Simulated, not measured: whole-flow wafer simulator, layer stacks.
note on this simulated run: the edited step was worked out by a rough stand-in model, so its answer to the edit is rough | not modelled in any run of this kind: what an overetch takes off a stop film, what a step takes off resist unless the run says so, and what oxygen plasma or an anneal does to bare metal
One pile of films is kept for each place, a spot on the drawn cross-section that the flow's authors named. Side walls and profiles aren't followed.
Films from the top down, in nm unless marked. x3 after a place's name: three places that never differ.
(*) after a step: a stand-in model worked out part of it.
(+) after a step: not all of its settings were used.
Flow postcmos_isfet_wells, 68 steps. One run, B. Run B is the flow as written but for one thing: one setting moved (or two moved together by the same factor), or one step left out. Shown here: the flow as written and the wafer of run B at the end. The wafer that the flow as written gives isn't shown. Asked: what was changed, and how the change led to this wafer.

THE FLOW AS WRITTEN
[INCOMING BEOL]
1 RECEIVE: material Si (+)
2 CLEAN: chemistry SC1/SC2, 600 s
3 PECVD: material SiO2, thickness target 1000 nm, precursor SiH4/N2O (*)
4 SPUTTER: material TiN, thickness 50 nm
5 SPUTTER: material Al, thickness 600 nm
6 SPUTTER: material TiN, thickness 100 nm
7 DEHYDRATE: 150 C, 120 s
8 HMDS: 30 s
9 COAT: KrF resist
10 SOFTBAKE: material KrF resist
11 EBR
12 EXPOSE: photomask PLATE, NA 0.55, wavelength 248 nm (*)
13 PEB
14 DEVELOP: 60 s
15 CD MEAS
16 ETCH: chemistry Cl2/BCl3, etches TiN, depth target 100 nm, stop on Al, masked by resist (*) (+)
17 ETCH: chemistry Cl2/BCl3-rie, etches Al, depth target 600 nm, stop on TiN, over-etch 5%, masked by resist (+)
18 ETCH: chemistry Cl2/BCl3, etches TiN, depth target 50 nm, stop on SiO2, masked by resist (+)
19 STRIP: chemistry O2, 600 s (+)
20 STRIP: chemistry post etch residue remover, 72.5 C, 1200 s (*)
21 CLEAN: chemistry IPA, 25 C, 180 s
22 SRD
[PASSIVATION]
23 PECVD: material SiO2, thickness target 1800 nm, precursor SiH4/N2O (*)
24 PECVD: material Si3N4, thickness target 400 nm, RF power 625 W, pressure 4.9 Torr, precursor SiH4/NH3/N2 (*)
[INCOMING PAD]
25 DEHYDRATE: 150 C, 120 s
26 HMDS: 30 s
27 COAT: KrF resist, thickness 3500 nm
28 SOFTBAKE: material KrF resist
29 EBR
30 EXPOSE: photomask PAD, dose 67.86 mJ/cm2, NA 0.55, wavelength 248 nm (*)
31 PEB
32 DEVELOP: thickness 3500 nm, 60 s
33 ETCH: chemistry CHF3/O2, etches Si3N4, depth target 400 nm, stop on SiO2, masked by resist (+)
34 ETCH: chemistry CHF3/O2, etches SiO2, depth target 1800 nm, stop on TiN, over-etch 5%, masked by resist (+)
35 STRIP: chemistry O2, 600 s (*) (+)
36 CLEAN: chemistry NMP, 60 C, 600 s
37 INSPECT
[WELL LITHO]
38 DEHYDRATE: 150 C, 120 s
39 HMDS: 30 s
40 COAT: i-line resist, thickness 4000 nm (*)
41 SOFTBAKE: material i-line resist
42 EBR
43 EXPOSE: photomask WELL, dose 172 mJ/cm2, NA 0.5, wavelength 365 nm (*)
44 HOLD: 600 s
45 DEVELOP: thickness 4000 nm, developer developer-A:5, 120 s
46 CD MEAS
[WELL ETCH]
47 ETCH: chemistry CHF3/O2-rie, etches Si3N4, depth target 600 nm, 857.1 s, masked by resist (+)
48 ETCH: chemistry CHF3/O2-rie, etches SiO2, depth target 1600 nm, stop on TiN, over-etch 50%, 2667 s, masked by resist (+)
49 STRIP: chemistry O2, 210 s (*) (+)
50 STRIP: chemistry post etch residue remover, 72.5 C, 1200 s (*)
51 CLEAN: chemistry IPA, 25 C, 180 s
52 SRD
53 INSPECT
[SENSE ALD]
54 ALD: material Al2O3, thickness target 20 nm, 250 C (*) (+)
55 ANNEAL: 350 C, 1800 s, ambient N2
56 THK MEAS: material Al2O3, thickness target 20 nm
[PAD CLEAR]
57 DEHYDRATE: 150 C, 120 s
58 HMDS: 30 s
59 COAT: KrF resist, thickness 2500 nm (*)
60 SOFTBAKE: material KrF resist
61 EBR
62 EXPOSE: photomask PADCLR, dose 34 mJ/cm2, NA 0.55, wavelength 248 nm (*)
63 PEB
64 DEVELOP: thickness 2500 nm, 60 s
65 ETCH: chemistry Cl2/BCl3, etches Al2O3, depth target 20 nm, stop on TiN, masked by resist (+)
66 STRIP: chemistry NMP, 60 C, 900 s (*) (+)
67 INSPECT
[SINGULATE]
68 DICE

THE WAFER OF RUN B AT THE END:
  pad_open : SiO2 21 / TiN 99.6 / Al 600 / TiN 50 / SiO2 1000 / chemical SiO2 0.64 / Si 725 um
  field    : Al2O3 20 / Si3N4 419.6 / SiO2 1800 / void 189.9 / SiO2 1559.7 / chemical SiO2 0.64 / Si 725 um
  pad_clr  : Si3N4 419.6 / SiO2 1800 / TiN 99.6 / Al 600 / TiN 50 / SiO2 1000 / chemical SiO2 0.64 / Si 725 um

The cause: step 24, PECVD: thickness target 420 nm was run, where the flow has thickness target 400 nm.

How the change led to this, step by step:
  24 PECVD: material Si3N4, thickness target 400 nm, RF power 625 W, pressure 4.9 Torr, precursor SiH4/NH3/N2 (*)
      field, margin, well900, well1300 x3, pad_rim, pad_clr, pad_open: Si3N4 +420 (new film) (as written it would be: Si3N4 +400 (new film))
  33 ETCH: chemistry CHF3/O2, etches Si3N4, depth target 400 nm, stop on SiO2, masked by resist (+)
      pad_open: Si3N4 -400 (as written it would be: Si3N4 -400 (all of it))
  34 ETCH: chemistry CHF3/O2, etches SiO2, depth target 1800 nm, stop on TiN, over-etch 5%, masked by resist (+)
      pad_open: Si3N4 -20 (all of it), SiO2 -1779 (as written it would be: SiO2 -1800 (all of it))
  47 ETCH: chemistry CHF3/O2-rie, etches Si3N4, depth target 600 nm, 857.1 s, masked by resist (+)
      well900, well1300 x3: Si3N4 -420 (all of it), SiO2 -180 (as written it would be: Si3N4 -400 (all of it), SiO2 -200)
